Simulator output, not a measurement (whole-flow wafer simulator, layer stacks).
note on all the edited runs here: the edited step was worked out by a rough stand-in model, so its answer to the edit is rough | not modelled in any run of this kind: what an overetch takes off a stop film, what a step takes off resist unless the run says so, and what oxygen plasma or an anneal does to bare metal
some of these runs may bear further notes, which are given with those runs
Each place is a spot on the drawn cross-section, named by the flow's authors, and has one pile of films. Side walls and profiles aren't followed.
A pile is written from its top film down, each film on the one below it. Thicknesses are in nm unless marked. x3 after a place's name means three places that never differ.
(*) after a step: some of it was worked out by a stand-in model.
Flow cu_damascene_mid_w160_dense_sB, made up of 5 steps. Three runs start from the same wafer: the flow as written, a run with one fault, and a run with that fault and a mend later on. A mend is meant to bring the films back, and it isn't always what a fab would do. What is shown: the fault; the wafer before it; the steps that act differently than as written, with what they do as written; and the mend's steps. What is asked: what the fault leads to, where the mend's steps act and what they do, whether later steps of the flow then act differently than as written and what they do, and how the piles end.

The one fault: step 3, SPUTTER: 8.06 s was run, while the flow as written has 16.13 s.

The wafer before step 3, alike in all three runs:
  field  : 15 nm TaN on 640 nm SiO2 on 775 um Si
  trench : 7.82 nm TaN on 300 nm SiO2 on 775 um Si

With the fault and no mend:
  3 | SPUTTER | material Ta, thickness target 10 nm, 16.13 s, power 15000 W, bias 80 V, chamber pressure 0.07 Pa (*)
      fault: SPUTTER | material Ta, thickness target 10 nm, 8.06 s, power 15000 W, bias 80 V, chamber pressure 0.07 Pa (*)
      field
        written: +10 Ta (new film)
        fault: +5 Ta (new film)
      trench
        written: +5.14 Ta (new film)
        fault: +2.57 Ta (new film)
  None of the later steps of the flow differs from how it acts as written, at any place that is followed, by more than 2% or 0.5 nm, whichever is larger.
  By the end, the piles at field, trench depart from the flow's by more than 2% or 0.5 nm, whichever is larger.
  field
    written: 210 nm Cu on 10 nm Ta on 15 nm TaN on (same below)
    fault: 210 nm Cu on 5 nm Ta on 15 nm TaN on (same below)
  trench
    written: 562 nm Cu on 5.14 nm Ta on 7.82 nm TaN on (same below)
    fault: 559.6 nm Cu on 2.57 nm Ta on 7.82 nm TaN on (same below)

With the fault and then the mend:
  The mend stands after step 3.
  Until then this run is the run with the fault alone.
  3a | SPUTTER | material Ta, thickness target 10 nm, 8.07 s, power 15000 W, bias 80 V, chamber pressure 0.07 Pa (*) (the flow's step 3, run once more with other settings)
      field
        +5 Ta
      trench
        +2.54 Ta
  None of the later steps of the flow differs from how it acts as written, at any place that is followed, by more than 2% or 0.5 nm, whichever is larger.
  When the end is reached, the piles differ only a little from the flow's at the places that both follow, at most by 2% or 0.5 nm, whichever is larger.
